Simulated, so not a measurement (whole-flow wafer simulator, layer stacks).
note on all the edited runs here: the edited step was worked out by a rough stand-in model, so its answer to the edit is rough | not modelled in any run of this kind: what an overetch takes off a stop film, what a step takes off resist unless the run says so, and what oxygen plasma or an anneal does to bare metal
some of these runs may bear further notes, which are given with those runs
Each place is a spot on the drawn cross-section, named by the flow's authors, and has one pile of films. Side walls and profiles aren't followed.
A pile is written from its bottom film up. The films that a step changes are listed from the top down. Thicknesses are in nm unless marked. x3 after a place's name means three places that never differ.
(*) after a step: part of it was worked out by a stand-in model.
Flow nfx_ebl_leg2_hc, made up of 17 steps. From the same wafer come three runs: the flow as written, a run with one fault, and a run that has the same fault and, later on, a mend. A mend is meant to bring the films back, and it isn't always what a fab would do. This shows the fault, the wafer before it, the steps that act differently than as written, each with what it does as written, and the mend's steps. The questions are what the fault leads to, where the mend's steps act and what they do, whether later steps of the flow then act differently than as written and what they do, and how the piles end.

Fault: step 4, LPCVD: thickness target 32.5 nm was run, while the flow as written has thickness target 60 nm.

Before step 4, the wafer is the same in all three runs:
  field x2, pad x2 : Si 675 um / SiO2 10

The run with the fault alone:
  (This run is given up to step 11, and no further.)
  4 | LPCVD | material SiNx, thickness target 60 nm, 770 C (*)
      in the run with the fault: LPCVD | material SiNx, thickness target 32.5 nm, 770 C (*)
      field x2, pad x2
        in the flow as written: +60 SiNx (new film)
        in the run with the fault: +32.5 SiNx (new film)
  Later steps of the flow up to step 11 that are run all act as written at every place that is followed.
  The piles after step 11 differ from the flow's at field x2, pad x2 by more than 2% or 0.5 nm, whichever is larger.
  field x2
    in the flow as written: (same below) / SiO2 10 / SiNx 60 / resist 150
    in the run with the fault: (same below) / SiO2 10 / SiNx 32.5 / resist 150
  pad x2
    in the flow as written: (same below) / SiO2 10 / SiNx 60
    in the run with the fault: (same below) / SiO2 10 / SiNx 32.5

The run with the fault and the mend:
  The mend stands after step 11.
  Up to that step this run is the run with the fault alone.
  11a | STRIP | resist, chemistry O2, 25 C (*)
      field x2
        -150 resist (all of it)
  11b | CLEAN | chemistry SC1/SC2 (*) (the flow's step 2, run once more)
      alters no film at any place that is followed
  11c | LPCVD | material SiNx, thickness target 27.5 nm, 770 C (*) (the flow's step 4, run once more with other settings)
      field x2, pad x2
        +27.5 SiNx
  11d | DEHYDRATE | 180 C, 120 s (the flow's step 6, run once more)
      alters no film at any place that is followed
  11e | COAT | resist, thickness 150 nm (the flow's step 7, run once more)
      field x2, pad x2
        +150 resist (new film)
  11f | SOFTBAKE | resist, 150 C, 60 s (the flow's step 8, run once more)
      alters no film at any place that is followed
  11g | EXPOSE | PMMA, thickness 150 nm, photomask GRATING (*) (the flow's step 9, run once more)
      alters no film at any place that is followed
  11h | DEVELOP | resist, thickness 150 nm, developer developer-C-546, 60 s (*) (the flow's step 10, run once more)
      pad x2
        -150 resist (all of it)
  Later steps of the flow that are run all act as written at every place that is followed.
  The piles end the same as the flow's at every place that both follow.
